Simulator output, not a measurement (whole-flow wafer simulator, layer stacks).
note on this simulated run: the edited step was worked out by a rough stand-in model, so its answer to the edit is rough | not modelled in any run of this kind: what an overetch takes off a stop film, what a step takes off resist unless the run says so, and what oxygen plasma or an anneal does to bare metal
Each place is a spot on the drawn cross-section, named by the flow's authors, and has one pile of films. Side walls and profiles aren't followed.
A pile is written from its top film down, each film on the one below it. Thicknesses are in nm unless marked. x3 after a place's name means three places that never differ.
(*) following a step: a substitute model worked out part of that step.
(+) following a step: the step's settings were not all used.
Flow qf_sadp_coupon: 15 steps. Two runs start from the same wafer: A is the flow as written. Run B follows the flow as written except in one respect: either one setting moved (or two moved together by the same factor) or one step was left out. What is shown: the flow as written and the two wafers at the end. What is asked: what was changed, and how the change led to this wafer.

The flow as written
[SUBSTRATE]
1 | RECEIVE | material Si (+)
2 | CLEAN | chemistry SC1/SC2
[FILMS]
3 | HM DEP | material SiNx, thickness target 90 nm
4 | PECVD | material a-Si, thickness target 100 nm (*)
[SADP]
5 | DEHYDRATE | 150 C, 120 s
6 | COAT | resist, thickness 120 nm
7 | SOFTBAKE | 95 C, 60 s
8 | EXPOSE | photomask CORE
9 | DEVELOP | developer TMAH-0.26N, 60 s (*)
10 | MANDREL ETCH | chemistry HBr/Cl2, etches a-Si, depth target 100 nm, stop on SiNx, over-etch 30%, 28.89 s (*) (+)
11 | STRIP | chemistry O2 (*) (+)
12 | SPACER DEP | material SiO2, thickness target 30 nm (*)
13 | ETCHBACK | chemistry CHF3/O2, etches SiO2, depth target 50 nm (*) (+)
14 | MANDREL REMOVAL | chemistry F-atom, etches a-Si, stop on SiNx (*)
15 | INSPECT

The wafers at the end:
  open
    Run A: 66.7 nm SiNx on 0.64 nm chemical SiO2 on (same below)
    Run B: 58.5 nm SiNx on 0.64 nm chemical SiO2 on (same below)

The reason: step 4, PECVD: thickness target 43 nm was run, though the flow has thickness target 100 nm.

The path from the change to this, step by step:
  4 | PECVD | material a-Si, thickness target 100 nm (*)
      m, open: A a-Si gains 100 (new film) | B a-Si gains 43 (new film)
  10 | MANDREL ETCH | chemistry HBr/Cl2, etches a-Si, depth target 100 nm, stop on SiNx, over-etch 30%, 28.89 s (*) (+)
      open: A a-Si loses 100 (all of it), SiNx loses 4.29 | B a-Si loses 43 (all of it), SiNx loses 12.4
  14 | MANDREL REMOVAL | chemistry F-atom, etches a-Si, stop on SiNx (*)
      m: A a-Si loses 95.8 (all of it) | B a-Si loses 38.8 (all of it)
